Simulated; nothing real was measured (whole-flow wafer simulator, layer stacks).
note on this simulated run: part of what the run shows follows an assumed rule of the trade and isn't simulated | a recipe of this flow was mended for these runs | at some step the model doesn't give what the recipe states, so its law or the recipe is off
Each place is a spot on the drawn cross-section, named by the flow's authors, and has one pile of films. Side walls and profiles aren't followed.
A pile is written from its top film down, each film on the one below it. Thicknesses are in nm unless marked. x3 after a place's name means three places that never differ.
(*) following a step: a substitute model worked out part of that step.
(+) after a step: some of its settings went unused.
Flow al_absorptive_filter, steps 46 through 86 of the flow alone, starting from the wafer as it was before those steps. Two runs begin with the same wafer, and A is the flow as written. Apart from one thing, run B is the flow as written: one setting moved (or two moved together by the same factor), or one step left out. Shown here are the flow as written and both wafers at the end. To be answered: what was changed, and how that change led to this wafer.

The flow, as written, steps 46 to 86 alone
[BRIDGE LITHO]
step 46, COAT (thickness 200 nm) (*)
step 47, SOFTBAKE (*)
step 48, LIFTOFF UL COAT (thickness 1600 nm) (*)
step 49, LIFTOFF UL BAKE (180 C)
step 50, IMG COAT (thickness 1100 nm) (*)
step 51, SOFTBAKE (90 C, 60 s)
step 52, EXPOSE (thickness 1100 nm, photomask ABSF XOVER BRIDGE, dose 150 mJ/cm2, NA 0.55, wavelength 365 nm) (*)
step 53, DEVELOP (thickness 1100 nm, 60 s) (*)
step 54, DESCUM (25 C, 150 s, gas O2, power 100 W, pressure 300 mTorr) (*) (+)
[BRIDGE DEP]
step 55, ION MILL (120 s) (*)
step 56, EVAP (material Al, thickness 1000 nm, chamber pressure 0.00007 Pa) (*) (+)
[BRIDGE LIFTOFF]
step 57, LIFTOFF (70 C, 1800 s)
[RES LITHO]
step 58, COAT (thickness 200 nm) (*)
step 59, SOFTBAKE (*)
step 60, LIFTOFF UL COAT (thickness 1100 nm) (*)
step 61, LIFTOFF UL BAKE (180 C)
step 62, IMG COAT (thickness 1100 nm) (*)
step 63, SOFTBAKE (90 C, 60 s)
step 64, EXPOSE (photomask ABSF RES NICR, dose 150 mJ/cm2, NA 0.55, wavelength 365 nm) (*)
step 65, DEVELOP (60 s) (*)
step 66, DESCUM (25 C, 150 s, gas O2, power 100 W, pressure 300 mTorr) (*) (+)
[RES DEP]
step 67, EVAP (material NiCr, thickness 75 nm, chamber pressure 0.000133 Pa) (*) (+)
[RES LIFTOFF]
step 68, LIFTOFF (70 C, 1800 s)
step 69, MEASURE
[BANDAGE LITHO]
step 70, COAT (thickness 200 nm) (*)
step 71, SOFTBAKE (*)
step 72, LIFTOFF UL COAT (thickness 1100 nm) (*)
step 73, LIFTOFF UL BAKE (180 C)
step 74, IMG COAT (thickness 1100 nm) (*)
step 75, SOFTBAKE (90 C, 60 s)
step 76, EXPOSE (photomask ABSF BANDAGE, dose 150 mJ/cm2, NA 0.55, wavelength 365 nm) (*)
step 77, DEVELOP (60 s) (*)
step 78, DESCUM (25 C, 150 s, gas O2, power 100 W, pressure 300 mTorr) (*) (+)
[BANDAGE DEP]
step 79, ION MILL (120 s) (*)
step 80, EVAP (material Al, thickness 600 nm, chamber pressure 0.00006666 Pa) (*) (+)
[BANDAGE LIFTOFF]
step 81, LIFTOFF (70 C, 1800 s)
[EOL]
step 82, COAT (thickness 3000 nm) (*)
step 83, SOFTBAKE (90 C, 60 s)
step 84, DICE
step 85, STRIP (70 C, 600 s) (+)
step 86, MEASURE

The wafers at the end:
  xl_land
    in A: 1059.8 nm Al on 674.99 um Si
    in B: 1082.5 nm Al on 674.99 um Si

What caused this: step 54, DESCUM: 114 s was run, while the flow as written has 150 s.

The path from the change to this, step by step:
  step 54, DESCUM (25 C, 150 s, gas O2, power 100 W, pressure 300 mTorr) (*) (+)
      xl_land: A acrylic-e-beam-resist loses 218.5 (all of it) | B acrylic-e-beam-resist loses 199.3
      gnd, pad_far, pad_near and 7 more: A i-line-resist loses 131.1 | B i-line-resist loses 99.6
  step 55, ION MILL (120 s) (*)
      xl_land: A Al loses 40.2 | B acrylic-e-beam-resist loses 19.2 (all of it), Al loses 17.5
  step 57, LIFTOFF (70 C, 1800 s)
      gnd, xa_field, idc_field: A Al loses 1000 (all of it), i-line-resist loses 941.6 (all of it), lift-off-underlayer loses 1600 (all of it), acrylic-e-beam-resist loses 200 (all of it) | B Al loses 1000 (all of it), i-line-resist loses 973.1 (all of it), lift-off-underlayer loses 1600 (all of it), acrylic-e-beam-resist loses 200 (all of it)
      pad_far: A Al loses 1000 (all of it), i-line-resist loses 940.5 (all of it), lift-off-underlayer loses 1591.1 (all of it), acrylic-e-beam-resist loses 198.5 (all of it) | B Al loses 1000 (all of it), i-line-resist loses 972 (all of it), lift-off-underlayer loses 1591.1 (all of it), acrylic-e-beam-resist loses 198.5 (all of it)
      (also at 6 further places)
  step 83, SOFTBAKE (90 C, 60 s)
      xl_gap: A i-line-resist loses 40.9 | B i-line-resist loses 39.4
      xl_turn: A i-line-resist loses 52 | B i-line-resist loses 50.1
